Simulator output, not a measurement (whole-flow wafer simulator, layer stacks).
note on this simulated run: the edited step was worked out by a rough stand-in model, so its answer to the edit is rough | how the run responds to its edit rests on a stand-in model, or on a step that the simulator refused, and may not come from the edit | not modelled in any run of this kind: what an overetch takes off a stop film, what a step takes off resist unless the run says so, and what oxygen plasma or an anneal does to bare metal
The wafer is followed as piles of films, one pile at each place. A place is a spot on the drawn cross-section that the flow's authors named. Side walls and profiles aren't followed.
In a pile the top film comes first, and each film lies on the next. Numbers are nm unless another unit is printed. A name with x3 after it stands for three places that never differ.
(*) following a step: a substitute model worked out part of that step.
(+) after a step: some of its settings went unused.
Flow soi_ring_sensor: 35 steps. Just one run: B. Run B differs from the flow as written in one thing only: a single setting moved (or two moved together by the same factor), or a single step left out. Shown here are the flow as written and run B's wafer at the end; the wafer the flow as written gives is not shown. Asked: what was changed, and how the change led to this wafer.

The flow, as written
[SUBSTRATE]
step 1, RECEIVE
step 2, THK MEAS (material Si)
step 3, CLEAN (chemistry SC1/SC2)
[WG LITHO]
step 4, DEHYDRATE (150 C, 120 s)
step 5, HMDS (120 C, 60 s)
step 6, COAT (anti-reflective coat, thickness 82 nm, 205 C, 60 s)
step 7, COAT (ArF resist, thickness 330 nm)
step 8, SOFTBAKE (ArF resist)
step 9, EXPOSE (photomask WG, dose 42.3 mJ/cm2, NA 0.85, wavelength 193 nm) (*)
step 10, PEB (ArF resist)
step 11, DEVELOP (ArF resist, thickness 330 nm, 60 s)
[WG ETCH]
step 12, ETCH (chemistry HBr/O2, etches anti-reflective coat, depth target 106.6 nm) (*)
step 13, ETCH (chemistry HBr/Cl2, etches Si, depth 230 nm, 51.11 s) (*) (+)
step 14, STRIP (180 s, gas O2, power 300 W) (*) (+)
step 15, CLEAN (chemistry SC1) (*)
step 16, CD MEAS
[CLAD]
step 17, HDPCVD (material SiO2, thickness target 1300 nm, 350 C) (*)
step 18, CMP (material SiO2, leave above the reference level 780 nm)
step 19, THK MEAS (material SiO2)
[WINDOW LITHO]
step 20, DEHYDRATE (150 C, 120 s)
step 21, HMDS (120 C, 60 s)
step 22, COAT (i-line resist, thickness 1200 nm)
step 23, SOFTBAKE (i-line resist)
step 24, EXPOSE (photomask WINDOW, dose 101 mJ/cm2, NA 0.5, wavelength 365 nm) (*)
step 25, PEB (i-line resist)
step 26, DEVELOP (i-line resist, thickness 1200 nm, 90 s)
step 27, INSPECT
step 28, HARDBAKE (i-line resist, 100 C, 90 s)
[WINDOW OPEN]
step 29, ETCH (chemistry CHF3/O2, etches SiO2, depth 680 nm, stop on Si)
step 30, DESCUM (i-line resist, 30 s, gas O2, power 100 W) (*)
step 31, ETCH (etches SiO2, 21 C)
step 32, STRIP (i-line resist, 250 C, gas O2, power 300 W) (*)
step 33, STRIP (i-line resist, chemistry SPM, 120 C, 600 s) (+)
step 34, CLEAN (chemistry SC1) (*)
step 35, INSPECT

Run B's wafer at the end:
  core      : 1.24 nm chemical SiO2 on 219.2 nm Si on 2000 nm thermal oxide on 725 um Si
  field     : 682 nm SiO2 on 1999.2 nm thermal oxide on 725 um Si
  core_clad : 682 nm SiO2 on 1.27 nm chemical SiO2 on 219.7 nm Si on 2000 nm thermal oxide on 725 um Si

Cause: step 17, HDPCVD: thickness target 682 nm was run, whereas the flow has thickness target 1300 nm.

The path from the change to this, step by step:
  step 17, HDPCVD (material SiO2, thickness target 1300 nm, 350 C) (*)
      core, gap, window, field, core_clad, gap_clad: +682 SiO2 (new film) (as written it would have been: +1300 SiO2 (new film))
  step 18, CMP (material SiO2, leave above the reference level 780 nm)
      gap, window, field, gap_clad: nothing (as written it would have been: -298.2 SiO2)
      core, core_clad: nothing (as written it would have been: -520 SiO2)
  step 22, COAT (i-line resist, thickness 1200 nm)
      core, core_clad: +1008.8 i-line resist (new film) (as written it would have been: +1200 i-line resist (new film))
      gap, gap_clad: +1232.8 i-line resist (new film) (as written it would have been: +1200 i-line resist (new film))
  step 23, SOFTBAKE (i-line resist)
      core, core_clad: -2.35 i-line resist (as written it would have been: nothing)
      gap, gap_clad: -2.89 i-line resist (as written it would have been: nothing)
      (also at 1 further place)
  step 25, PEB (i-line resist)
      core, core_clad: -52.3 i-line resist (as written it would have been: -62.8 i-line resist)
      gap, gap_clad: -64.4 i-line resist (as written it would have been: -62.8 i-line resist)
  step 26, DEVELOP (i-line resist, thickness 1200 nm, 90 s)
      core: -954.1 i-line resist (all of it) (as written it would have been: -1137.2 i-line resist (all of it))
      gap: -1165.5 i-line resist (all of it) (as written it would have been: -1137.2 i-line resist (all of it))
  step 31, ETCH (etches SiO2, 21 C)
      core: -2 SiO2 (all of it), -1.27 chemical SiO2 (all of it) (as written it would have been: -100 SiO2 (all of it), -1.27 chemical SiO2 (all of it))
  step 32, STRIP (i-line resist, 250 C, gas O2, power 300 W) (*)
      core_clad: -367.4 i-line resist (all of it) (as written it would have been: -550.1 i-line resist (all of it))
